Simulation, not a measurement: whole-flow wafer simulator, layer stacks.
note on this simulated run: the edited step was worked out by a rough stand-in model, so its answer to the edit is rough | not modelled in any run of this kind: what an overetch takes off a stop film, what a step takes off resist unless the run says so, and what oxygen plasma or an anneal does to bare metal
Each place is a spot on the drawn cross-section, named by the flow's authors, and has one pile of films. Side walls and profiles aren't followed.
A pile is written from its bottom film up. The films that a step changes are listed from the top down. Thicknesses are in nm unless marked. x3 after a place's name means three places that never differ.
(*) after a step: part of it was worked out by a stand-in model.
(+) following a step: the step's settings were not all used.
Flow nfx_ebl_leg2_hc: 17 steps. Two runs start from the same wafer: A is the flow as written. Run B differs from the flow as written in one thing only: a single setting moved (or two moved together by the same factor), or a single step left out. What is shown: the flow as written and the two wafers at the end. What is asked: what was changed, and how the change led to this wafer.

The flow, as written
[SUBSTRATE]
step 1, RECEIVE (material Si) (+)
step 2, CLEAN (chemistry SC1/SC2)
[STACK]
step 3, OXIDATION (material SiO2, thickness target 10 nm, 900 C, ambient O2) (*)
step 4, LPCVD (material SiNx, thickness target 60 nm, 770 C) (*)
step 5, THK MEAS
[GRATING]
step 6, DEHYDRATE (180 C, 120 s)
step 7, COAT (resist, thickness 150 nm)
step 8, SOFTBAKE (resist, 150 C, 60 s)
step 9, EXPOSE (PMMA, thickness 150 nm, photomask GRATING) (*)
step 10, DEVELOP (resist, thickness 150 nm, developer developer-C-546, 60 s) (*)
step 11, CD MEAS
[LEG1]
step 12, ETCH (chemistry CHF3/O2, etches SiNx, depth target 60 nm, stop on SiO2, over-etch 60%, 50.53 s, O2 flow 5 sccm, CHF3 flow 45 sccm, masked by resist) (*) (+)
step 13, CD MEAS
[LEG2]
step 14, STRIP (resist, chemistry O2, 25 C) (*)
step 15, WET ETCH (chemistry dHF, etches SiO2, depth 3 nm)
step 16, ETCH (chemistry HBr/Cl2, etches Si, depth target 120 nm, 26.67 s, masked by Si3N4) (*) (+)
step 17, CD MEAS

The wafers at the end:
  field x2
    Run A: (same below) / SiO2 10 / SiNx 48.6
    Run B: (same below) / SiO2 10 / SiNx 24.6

Cause: step 4, LPCVD: thickness target 36 nm was run, though the flow has thickness target 60 nm.

Step by step, how the change led to this:
  step 4, LPCVD (material SiNx, thickness target 60 nm, 770 C) (*)
      field x2, pad x2: A +60 SiNx (new film) | B +36 SiNx (new film)
  step 12, ETCH (chemistry CHF3/O2, etches SiNx, depth target 60 nm, stop on SiO2, over-etch 60%, 50.53 s, O2 flow 5 sccm, CHF3 flow 45 sccm, masked by resist) (*) (+)
      pad x2: A -60 SiNx (all of it), -10 SiO2 (all of it) | B -36 SiNx (all of it), -10 SiO2 (all of it)
